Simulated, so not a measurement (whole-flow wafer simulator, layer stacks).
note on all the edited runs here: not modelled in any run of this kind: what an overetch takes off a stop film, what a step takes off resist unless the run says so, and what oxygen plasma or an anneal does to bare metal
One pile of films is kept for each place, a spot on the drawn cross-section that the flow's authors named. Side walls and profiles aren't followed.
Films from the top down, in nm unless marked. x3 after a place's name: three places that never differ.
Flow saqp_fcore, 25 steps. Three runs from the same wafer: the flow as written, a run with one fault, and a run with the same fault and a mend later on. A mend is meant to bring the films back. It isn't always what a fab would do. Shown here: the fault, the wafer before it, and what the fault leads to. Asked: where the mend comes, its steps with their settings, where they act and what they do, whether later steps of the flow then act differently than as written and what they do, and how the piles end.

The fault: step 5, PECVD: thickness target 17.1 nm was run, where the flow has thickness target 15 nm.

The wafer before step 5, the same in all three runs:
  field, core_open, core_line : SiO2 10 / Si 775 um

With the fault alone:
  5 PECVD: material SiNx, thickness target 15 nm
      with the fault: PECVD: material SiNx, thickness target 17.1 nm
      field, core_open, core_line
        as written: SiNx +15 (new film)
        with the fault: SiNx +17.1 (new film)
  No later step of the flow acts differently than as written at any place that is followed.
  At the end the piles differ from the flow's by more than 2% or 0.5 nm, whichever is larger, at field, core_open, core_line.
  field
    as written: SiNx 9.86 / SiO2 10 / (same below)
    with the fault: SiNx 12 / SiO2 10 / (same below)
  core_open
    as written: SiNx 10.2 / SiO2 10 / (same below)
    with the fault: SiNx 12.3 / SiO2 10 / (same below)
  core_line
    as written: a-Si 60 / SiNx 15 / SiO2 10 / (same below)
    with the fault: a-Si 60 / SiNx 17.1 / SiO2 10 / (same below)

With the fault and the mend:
  The mend comes after step 5.
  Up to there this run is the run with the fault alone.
  5a ETCH: chemistry h3po4, depth target 2.1 nm
      field, core_open, core_line
        SiNx -2.1
  No later step of the flow acts differently than as written at any place that is followed.
  At the end the piles are the same as the flow's at every place that both follow.
